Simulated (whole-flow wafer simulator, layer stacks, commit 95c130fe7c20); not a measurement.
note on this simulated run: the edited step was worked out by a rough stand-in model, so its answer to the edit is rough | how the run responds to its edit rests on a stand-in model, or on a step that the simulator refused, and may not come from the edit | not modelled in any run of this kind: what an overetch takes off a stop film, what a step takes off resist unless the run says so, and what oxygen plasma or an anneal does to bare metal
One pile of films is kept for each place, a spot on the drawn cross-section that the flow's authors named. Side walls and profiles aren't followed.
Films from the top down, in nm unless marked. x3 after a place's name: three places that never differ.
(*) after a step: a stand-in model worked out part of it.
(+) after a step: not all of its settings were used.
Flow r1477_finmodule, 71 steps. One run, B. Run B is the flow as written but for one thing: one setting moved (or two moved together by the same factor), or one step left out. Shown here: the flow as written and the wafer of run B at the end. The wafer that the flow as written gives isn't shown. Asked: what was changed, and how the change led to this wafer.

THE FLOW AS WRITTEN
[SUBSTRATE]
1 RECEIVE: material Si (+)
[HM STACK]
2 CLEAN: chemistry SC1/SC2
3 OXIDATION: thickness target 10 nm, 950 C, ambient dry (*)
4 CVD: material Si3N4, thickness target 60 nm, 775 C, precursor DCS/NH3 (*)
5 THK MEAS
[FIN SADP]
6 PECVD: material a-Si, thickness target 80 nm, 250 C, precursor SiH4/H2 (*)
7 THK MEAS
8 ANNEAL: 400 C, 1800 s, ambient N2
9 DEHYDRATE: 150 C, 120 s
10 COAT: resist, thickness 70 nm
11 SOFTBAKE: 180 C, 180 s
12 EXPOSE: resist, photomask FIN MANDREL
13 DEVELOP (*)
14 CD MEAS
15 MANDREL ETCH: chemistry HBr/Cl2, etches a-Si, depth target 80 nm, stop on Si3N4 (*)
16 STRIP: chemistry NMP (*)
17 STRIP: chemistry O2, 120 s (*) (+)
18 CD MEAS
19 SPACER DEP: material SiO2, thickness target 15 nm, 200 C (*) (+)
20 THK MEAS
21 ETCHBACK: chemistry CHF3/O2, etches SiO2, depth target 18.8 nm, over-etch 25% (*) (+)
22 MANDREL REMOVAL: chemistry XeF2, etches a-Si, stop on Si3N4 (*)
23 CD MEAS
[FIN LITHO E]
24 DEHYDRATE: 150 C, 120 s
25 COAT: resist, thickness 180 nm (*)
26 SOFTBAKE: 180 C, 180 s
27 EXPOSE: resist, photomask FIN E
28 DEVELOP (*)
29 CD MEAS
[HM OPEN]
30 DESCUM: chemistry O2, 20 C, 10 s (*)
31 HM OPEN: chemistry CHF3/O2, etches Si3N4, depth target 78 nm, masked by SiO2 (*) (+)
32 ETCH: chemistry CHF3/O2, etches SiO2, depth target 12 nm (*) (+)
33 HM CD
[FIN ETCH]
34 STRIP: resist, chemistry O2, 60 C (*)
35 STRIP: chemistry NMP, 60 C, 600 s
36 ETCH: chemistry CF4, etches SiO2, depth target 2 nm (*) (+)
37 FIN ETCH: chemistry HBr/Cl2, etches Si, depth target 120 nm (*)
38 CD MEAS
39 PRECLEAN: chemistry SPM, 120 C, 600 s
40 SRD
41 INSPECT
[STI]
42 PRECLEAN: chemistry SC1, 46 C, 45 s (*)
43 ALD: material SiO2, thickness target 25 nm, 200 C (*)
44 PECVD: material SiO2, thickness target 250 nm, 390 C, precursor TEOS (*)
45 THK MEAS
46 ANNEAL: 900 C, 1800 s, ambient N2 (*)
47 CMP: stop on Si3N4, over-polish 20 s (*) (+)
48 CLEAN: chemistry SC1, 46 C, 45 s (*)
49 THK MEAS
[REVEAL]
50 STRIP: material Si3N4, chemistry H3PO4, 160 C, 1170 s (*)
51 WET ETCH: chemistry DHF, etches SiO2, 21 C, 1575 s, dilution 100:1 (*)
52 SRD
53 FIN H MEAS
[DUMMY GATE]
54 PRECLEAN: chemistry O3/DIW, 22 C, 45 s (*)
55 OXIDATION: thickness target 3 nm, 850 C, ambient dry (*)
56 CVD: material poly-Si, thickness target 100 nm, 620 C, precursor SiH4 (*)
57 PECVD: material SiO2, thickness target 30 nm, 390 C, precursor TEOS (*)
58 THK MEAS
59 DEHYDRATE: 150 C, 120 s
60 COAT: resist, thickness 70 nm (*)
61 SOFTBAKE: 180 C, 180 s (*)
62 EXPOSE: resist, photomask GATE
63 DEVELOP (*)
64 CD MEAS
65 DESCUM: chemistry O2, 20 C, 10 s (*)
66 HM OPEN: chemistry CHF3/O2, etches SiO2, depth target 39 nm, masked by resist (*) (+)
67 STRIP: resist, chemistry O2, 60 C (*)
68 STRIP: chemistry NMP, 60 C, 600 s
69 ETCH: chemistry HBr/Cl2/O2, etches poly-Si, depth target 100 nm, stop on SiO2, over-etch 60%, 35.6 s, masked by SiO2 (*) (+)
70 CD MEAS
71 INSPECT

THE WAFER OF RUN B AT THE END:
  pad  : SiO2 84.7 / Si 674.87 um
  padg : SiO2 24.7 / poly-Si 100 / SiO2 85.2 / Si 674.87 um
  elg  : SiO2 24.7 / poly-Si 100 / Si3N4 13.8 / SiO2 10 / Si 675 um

The cause: step 4, CVD: thickness target 42 nm was run, where the flow has thickness target 60 nm.

How the change led to this, step by step:
  4 CVD: material Si3N4, thickness target 60 nm, 775 C, precursor DCS/NH3 (*)
      pad, padg, elg and 33 more: Si3N4 +42 (new film) (as written it would be: Si3N4 +60 (new film))
  31 HM OPEN: chemistry CHF3/O2, etches Si3N4, depth target 78 nm, masked by SiO2 (*) (+)
      pad, padg, esg and 13 more: Si3N4 -38.4 (all of it), SiO2 -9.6 (as written it would be: Si3N4 -56.4 (all of it), SiO2 -10 (all of it))
      elg, e40lg, e100lg, e200lg, elo, e40lo, e100lo, e200lo: resist -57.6 (as written it would be: resist -78)
      (and at 12 more places)
  32 ETCH: chemistry CHF3/O2, etches SiO2, depth target 12 nm (*) (+)
      esg, eso: SiO2 -0.4 (all of it), Si -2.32 (as written it would be: Si -1.77)
      s40cg, s45cg, s50cg, s40co, s45co, s50co: SiO2 -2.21 (all of it), Si -1.96 (as written it would be: SiO2 -1 (all of it), Si -2.2)
  34 STRIP: resist, chemistry O2, 60 C (*)
      elg, e40lg, e100lg, e200lg, elo, e40lo, e100lo, e200lo: resist -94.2 (all of it) (as written it would be: resist -73.8 (all of it))
  43 ALD: material SiO2, thickness target 25 nm, 200 C (*)
      s40cg, s45cg, s50cg, s40co, s45co, s50co: SiO2 +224 (new film) (as written it would be: SiO2 +232.1 (new film))
      esg: SiO2 +176.8 (new film) (as written it would be: SiO2 +194.3 (new film))
  47 CMP: stop on Si3N4, over-polish 20 s (*) (+)
      pad, padg, e40sg and 11 more: SiO2 -89.9 (as written it would be: SiO2 -71.8)
      s40cg, s45cg, s50cg, s40co, s45co, s50co: SiO2 -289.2 (as written it would be: SiO2 -279)
      (and at 7 more places)
  50 STRIP: material Si3N4, chemistry H3PO4, 160 C, 1170 s (*)
      s40sg_line, s45sg_line, s50sg_line, s40so_line, s45so_line, s50so_line: Si3N4 -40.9 (all of it), SiO2 -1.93 (as written it would be: Si3N4 -58.9 (all of it), SiO2 -1.37)
  51 WET ETCH: chemistry DHF, etches SiO2, 21 C, 1575 s, dilution 100:1 (*)
      s40sg_line, s45sg_line, s50sg_line, s40so_line, s45so_line, s50so_line: SiO2 -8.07 (all of it) (as written it would be: SiO2 -8.63 (all of it))
  56 CVD: material poly-Si, thickness target 100 nm, 620 C, precursor SiH4 (*)
      s40cg, s40co: poly-Si +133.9 (new film) (as written it would be: poly-Si +113.9 (new film))
      s45cg, s45co: poly-Si +133.9 (new film) (as written it would be: poly-Si +113.4 (new film))
      (and at 2 more places)
  60 COAT: resist, thickness 70 nm (*)
      s40cg, s40co: resist +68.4 (new film) (as written it would be: resist +70.6 (new film))
      s40sg, s40so: resist +108.8 (new film) (as written it would be: resist +91 (new film))
      (and at 8 more places)
  63 DEVELOP (*)
      s40co: resist -68.4 (all of it) (as written it would be: resist -70.6 (all of it))
      s40so: resist -108.8 (all of it) (as written it would be: resist -91 (all of it))
      (and at 4 more places)
  67 STRIP: resist, chemistry O2, 60 C (*)
      s40cg: resist -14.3 (all of it) (as written it would be: resist -16.5 (all of it))
      s40sg: resist -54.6 (all of it) (as written it would be: resist -36.9 (all of it))
      (and at 4 more places)
  69 ETCH: chemistry HBr/Cl2/O2, etches poly-Si, depth target 100 nm, stop on SiO2, over-etch 60%, 35.6 s, masked by SiO2 (*) (+)
      s40co: chemical SiO2 -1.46 (all of it), poly-Si -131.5 (all of it), SiO2 -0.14 (as written it would be: chemical SiO2 -1.46 (all of it), poly-Si -111.5 (all of it), SiO2 -0.24)
      s45co: chemical SiO2 -1.46 (all of it), poly-Si -131.5 (all of it), SiO2 -0.14 (as written it would be: chemical SiO2 -1.46 (all of it), poly-Si -110.9 (all of it), SiO2 -0.25)
      (and at 1 more place)
